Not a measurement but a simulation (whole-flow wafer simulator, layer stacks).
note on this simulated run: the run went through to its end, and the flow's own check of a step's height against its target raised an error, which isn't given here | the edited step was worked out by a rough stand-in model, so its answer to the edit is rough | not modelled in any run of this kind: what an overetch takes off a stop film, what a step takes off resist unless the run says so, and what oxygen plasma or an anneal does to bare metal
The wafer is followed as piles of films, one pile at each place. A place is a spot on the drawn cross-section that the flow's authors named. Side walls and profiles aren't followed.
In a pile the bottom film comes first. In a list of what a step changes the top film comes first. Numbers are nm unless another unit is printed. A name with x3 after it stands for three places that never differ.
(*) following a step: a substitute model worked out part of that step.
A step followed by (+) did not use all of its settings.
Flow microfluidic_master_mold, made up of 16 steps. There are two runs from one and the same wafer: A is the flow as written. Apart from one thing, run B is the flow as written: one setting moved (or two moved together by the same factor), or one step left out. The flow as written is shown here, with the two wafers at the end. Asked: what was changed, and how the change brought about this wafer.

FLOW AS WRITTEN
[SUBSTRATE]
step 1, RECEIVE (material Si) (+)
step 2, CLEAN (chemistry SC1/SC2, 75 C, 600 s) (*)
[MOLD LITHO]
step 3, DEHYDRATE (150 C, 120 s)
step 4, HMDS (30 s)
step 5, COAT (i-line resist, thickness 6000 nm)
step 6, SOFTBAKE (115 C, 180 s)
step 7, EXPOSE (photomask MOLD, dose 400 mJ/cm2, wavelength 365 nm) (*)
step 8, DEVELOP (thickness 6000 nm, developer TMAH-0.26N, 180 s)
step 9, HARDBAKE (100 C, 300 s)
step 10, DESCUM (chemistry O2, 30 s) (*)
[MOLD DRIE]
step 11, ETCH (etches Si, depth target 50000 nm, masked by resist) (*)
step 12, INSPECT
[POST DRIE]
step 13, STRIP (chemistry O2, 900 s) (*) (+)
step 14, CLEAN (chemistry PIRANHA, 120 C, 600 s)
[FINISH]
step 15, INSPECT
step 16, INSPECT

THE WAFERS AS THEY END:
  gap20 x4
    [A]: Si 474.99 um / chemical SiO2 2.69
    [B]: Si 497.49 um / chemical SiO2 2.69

The reason: step 11, ETCH: depth target 27500 nm was run, though the flow has depth target 50000 nm.

The path from the change to this, step by step:
  step 11, ETCH (etches Si, depth target 50000 nm, masked by resist) (*)
      gap20 x4: A chemical SiO2 loses 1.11 (all of it), Si loses 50 um | B chemical SiO2 loses 1.11 (all of it), Si loses 27.5 um
      ridge: A i-line resist loses 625 | B i-line resist loses 343.8
  step 13, STRIP (chemistry O2, 900 s) (*) (+)
      ridge: A i-line resist loses 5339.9 (all of it), chemical SiO2 gains 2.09, Si loses 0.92 | B i-line resist loses 5621.2 (all of it), chemical SiO2 gains 2.09, Si loses 0.92
